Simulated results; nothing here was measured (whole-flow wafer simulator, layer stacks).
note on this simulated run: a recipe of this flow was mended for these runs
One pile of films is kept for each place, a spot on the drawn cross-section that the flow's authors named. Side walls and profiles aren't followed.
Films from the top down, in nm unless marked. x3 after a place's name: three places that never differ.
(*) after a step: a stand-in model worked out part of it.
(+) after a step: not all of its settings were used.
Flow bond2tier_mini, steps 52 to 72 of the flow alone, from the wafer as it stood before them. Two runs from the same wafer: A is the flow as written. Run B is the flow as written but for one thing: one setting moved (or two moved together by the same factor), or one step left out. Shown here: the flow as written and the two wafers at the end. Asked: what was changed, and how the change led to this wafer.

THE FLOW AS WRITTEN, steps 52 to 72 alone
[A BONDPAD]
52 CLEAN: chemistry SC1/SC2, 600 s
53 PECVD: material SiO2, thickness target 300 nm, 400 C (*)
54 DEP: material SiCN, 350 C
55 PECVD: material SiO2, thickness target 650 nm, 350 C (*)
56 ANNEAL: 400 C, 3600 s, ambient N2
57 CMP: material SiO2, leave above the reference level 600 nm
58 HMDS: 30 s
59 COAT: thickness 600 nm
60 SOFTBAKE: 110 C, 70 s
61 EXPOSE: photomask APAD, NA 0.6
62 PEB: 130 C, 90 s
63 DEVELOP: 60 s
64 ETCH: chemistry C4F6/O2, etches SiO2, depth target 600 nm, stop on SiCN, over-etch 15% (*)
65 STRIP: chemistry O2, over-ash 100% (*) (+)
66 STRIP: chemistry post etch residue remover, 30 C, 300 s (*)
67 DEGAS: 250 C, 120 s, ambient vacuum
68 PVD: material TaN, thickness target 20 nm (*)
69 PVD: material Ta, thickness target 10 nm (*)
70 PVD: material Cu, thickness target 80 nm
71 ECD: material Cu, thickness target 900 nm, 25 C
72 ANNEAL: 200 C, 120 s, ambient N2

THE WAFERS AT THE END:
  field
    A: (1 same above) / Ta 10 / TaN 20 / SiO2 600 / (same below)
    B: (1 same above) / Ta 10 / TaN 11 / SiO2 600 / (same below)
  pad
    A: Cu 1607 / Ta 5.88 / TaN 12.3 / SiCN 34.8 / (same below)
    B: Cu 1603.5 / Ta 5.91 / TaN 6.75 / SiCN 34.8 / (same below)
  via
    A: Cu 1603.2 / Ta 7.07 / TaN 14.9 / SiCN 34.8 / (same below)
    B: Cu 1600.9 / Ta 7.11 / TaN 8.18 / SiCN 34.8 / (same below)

The cause: step 68, PVD: thickness target 11 nm was run, where the flow has thickness target 20 nm.
It can be read off the wafer: field has TaN 11, and step 68 as written asks for 20 nm.

How the change led to this, step by step:
  68 PVD: material TaN, thickness target 20 nm (*)
      field: A TaN +20 (new film) | B TaN +11 (new film)
      pad: A TaN +12.3 (new film) | B TaN +6.75 (new film)
      (and at 1 more place)
